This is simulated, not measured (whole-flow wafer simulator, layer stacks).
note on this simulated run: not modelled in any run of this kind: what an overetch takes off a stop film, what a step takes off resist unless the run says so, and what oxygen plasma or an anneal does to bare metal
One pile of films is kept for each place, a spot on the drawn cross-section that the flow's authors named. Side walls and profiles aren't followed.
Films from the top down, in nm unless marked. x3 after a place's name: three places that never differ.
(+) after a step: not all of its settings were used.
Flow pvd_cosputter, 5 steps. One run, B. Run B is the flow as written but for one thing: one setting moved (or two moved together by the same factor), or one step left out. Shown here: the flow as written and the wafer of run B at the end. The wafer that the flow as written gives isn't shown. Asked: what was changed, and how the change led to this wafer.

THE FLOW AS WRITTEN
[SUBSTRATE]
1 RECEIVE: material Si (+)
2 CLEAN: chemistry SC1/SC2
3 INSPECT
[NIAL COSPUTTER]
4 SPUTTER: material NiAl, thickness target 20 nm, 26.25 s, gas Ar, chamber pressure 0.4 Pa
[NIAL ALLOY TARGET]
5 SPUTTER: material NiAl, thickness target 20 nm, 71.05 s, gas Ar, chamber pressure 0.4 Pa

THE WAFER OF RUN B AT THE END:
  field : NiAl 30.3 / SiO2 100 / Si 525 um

The cause: step 4, SPUTTER: thickness target 10.28 nm was run, where the flow has thickness target 20 nm; step 4, SPUTTER: 13.49 s was run, where the flow has 26.25 s.

How the change led to this, step by step:
  4 SPUTTER: material NiAl, thickness target 20 nm, 26.25 s, gas Ar, chamber pressure 0.4 Pa
      field: NiAl +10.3 (new film) (as written it would be: NiAl +20 (new film))
